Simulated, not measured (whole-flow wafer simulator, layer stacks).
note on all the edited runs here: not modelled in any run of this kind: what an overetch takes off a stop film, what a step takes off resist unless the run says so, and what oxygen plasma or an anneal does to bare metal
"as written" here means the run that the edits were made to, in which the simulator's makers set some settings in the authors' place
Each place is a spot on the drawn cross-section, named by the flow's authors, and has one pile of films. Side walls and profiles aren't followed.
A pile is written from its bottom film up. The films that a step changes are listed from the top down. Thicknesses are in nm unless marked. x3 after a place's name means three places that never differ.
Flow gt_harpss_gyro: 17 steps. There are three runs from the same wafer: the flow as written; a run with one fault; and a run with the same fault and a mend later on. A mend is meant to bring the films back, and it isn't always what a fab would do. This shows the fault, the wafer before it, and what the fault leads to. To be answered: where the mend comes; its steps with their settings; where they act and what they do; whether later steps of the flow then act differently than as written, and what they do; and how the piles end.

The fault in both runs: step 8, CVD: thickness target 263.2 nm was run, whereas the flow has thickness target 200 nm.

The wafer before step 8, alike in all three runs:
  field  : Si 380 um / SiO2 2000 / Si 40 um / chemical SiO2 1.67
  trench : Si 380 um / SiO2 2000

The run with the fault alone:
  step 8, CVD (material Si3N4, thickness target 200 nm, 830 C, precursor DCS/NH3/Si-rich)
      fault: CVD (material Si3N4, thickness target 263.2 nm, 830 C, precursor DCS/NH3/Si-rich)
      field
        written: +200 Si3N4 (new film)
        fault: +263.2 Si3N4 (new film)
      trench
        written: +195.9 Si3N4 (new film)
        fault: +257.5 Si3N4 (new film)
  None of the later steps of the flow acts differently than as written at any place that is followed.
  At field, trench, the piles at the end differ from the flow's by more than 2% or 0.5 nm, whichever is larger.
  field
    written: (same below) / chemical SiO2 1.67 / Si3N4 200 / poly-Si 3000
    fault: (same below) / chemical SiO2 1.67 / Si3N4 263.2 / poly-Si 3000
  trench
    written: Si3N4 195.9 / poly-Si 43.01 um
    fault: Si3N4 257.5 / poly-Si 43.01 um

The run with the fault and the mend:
  The mend stands after step 8.
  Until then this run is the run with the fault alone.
  step 8a, ETCH (chemistry h3po4, depth target 63.02 nm)
      field, trench
        -63 Si3N4
  None of the later steps of the flow acts differently than as written at any place that is followed.
  The piles end only slightly different from the flow's at the places that both follow, by no more than 2% or 0.5 nm, whichever is larger.
